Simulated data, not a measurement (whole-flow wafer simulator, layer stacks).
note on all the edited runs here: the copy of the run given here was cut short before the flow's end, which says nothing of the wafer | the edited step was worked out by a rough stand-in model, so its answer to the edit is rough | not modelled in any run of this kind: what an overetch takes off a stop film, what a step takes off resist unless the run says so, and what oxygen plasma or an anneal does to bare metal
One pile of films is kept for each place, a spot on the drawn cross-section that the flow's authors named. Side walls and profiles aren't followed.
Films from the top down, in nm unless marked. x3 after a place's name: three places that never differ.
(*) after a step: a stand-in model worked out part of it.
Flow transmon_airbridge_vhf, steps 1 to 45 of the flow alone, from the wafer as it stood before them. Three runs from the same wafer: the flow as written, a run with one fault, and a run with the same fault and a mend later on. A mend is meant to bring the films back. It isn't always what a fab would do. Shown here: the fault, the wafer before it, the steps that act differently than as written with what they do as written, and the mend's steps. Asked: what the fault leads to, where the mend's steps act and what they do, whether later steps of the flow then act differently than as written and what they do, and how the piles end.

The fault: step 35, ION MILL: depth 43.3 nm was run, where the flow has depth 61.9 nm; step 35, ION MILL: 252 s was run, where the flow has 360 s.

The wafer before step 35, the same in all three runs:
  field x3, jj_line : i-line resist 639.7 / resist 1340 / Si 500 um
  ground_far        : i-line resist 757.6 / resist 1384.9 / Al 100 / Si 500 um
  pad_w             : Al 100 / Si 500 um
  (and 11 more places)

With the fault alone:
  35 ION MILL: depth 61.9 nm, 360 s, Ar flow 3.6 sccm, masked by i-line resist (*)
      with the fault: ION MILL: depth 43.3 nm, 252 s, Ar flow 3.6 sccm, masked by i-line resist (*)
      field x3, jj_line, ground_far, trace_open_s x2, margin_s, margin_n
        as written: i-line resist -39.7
        with the fault: i-line resist -27.8
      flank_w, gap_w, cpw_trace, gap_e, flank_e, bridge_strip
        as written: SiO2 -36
        with the fault: SiO2 -25.2
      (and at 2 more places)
  Later steps of the flow that act differently than as written (3 more steps differ only slightly, by at most 2% or 0.5 nm, whichever is larger, and aren't shown):
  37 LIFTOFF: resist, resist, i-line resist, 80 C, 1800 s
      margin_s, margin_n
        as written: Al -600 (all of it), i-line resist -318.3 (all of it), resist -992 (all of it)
        with the fault: Al -600 (all of it), i-line resist -330.2 (all of it), resist -992 (all of it)
  At the end the piles differ from the flow's by more than 2% or 0.5 nm, whichever is larger, at pad_w, pad_e.
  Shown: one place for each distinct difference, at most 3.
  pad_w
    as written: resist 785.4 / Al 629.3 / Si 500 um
    with the fault: resist 782.4 / Al 648 / Si 500 um

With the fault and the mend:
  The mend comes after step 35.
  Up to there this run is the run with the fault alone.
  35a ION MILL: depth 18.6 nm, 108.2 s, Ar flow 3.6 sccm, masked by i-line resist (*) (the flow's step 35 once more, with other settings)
      field x3, jj_line, ground_far, trace_open_s x2, margin_s, margin_n
        i-line resist -11.9
      flank_w, gap_w, cpw_trace, gap_e, flank_e, bridge_strip
        SiO2 -10.8
      pad_w, pad_e
        Al -18.6
  No later step of the flow acts differently than as written, at any place that is followed, by more than 2% or 0.5 nm, whichever is larger.
  At the end the piles are the same as the flow's at every place that both follow.
